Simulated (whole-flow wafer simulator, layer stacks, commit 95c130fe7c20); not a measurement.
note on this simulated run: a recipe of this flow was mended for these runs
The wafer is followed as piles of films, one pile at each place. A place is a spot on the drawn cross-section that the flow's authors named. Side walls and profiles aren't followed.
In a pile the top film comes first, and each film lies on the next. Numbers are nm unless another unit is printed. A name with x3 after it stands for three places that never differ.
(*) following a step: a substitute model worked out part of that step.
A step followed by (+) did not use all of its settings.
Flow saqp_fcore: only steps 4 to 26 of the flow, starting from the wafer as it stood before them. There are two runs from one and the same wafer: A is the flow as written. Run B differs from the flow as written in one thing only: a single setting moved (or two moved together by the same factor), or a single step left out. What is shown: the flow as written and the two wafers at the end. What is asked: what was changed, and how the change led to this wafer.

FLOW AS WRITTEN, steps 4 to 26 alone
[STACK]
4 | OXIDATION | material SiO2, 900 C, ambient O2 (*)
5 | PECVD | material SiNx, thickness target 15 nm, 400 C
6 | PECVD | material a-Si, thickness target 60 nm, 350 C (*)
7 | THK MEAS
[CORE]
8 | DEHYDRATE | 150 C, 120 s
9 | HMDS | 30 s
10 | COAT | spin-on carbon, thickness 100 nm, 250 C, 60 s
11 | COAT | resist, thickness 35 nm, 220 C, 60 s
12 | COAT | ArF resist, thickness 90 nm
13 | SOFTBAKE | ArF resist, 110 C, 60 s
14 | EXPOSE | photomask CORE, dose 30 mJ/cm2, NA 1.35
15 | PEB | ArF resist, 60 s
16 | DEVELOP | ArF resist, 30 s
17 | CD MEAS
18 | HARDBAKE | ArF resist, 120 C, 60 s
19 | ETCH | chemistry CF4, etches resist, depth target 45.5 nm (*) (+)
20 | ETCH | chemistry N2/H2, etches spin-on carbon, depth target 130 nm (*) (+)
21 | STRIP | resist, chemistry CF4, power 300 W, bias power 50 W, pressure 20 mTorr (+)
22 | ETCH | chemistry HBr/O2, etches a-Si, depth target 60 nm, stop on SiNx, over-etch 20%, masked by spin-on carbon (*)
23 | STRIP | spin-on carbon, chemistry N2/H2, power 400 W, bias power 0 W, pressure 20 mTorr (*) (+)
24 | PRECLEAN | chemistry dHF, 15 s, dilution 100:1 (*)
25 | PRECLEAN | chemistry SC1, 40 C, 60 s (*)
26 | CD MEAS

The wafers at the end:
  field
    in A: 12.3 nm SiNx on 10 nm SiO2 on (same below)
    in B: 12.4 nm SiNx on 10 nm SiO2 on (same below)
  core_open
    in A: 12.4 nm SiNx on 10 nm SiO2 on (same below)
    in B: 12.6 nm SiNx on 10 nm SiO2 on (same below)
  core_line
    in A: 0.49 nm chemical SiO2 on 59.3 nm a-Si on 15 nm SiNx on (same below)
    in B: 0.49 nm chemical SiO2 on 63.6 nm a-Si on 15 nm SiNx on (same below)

The reason: step 6, PECVD: thickness target 64.3 nm was run, while the flow as written has thickness target 60 nm.

How this came from the change, step by step:
  6 | PECVD | material a-Si, thickness target 60 nm, 350 C (*)
      field, core_open, core_line: A +60 a-Si (new film) | B +64.3 a-Si (new film)
  22 | ETCH | chemistry HBr/O2, etches a-Si, depth target 60 nm, stop on SiNx, over-etch 20%, masked by spin-on carbon (*)
      field: A -36.8 a-Si (all of it), -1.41 SiNx | B -41.1 a-Si (all of it), -1.24 SiNx
      core_open: A -39.4 a-Si (all of it), -1.3 SiNx | B -43.7 a-Si (all of it), -1.13 SiNx
      (as well as at 1 more place)
